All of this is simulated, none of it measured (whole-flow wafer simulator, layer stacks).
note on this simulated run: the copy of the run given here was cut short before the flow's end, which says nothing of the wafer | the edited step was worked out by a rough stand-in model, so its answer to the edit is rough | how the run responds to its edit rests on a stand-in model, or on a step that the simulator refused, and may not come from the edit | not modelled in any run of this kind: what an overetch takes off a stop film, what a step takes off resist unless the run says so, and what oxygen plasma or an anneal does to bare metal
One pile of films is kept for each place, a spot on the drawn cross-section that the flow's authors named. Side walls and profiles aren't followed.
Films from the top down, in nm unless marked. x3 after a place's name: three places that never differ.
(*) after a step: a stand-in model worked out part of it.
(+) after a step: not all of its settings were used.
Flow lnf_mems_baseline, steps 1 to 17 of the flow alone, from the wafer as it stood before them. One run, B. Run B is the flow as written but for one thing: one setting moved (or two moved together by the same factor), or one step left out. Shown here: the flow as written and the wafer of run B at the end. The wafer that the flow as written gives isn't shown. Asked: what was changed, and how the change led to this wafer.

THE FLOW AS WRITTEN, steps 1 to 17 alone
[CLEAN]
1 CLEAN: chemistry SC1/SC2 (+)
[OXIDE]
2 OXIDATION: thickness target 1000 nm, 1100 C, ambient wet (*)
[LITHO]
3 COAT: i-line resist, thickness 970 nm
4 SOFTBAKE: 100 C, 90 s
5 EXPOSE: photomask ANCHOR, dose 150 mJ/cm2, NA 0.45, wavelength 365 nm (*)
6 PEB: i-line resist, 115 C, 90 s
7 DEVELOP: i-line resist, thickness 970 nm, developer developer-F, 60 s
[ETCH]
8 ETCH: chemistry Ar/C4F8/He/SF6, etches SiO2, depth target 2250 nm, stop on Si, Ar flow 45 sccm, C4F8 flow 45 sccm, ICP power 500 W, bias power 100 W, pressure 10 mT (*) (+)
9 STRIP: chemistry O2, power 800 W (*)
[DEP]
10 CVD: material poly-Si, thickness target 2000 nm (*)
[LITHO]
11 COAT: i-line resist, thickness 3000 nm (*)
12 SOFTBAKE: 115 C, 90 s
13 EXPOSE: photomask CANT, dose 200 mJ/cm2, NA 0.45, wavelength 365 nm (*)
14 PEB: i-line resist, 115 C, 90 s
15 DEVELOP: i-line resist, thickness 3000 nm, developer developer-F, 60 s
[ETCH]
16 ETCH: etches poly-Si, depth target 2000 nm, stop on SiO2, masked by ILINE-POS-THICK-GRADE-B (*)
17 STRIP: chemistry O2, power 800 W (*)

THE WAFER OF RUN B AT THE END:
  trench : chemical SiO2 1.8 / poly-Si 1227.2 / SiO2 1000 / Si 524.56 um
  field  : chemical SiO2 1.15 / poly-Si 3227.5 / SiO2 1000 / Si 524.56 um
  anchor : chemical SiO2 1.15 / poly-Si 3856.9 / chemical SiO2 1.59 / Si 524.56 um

The cause: step 10, CVD: thickness target 3228 nm was run, where the flow has thickness target 2000 nm.

How the change led to this, step by step:
  10 CVD: material poly-Si, thickness target 2000 nm (*)
      field, beam, trench, char_slit: poly-Si +3228 (new film) (as written it would be: poly-Si +2000 (new film))
      anchor: poly-Si +3857.4 (new film) (as written it would be: poly-Si +2322 (new film))
  11 COAT: i-line resist, thickness 3000 nm (*)
      anchor: i-line resist +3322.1 (new film) (as written it would be: i-line resist +3611.6 (new film))
  12 SOFTBAKE: 115 C, 90 s
      field: i-line resist -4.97 (as written it would be: i-line resist -6.66)
      anchor: i-line resist +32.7 (as written it would be: i-line resist +45.4)
      (and at 2 more places)
  14 PEB: i-line resist, 115 C, 90 s
      anchor: i-line resist -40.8 (as written it would be: i-line resist -46.1)
  16 ETCH: etches poly-Si, depth target 2000 nm, stop on SiO2, masked by ILINE-POS-THICK-GRADE-B (*)
      trench, char_slit: poly-Si -2000 (as written it would be: poly-Si -2000 (all of it))
  17 STRIP: chemistry O2, power 800 W (*)
      trench, char_slit: chemical SiO2 +1.8 (new film), poly-Si -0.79 (as written it would be: nothing)
      anchor: chemical SiO2 +1.15 (new film), i-line resist -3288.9 (all of it), poly-Si -0.51 (as written it would be: chemical SiO2 +1.17 (new film), i-line resist -3585.8 (all of it), poly-Si -0.52)
